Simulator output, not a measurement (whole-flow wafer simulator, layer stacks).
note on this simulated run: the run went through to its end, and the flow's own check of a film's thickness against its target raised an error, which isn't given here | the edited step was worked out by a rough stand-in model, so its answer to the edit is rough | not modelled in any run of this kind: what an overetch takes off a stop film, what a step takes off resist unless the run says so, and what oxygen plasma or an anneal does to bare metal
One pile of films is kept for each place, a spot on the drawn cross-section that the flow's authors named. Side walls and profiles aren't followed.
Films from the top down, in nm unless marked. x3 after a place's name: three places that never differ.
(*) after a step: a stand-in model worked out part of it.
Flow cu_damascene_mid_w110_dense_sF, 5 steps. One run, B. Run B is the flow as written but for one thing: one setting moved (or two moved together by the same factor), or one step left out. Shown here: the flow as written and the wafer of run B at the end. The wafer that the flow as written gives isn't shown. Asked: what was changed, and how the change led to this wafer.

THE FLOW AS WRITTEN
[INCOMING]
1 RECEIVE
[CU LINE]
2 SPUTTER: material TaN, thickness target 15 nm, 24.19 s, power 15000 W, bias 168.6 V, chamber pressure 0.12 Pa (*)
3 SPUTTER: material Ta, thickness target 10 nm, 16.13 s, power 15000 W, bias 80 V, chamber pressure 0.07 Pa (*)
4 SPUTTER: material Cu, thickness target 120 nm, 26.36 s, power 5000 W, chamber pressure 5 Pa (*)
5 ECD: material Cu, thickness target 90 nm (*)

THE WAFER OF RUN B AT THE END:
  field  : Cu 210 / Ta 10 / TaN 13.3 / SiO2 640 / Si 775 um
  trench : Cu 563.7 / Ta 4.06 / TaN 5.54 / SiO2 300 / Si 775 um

The cause: step 2, SPUTTER: power 13350 W was run, where the flow has power 15000 W.

How the change led to this, step by step:
  2 SPUTTER: material TaN, thickness target 15 nm, 24.19 s, power 15000 W, bias 168.6 V, chamber pressure 0.12 Pa (*)
      field: TaN +13.3 (new film) (as written it would be: TaN +15 (new film))
      trench: TaN +5.54 (new film) (as written it would be: TaN +6.23 (new film))
